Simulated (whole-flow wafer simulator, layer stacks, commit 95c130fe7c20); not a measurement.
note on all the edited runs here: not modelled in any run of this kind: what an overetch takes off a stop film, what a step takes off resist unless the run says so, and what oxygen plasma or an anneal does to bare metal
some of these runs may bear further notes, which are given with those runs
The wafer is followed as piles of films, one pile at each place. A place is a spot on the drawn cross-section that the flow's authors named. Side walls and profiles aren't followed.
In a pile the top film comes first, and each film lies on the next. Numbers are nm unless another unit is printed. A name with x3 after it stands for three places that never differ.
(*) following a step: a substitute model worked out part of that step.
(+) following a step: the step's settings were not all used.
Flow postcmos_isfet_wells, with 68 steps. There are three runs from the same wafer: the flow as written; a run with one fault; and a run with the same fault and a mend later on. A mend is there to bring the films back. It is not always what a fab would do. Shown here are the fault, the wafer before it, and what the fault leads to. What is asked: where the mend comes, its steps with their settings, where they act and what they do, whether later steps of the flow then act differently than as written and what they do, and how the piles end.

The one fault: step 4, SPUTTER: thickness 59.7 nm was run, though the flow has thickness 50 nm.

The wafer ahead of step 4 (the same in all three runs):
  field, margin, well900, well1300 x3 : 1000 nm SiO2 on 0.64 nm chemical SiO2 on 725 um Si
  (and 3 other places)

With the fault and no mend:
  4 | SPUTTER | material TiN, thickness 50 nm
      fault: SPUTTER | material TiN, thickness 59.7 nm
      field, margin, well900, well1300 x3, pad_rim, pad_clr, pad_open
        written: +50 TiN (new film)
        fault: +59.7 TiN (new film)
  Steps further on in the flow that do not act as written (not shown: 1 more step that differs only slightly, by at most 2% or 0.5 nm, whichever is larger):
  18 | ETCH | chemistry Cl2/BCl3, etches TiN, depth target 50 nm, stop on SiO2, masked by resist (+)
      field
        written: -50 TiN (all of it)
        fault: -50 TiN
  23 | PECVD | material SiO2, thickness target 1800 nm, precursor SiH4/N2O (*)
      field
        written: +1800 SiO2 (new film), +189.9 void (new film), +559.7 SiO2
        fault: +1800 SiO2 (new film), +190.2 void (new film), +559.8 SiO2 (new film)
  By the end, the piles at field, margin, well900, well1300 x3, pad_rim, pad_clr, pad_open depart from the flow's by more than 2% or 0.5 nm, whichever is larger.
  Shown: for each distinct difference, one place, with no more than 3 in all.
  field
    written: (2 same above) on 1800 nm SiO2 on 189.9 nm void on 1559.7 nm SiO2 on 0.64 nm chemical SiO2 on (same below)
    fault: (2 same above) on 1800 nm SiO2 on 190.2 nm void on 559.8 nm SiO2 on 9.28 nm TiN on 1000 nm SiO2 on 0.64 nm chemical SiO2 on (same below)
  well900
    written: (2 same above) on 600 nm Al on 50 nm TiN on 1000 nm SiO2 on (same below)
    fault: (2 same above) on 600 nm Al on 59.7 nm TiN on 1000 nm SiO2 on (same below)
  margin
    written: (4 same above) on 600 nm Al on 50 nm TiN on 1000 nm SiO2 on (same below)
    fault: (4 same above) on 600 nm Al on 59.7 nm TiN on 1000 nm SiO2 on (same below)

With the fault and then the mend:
  The mend stands after step 4.
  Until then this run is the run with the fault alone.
  4a | ETCH | chemistry peroxide tin strip, depth target 9.7 nm
      field, margin, well900, well1300 x3, pad_rim, pad_clr, pad_open
        -9.7 TiN
  None of the later steps of the flow acts differently than as written at any place that is followed.
  The piles end the same as the flow's at every place that both follow.
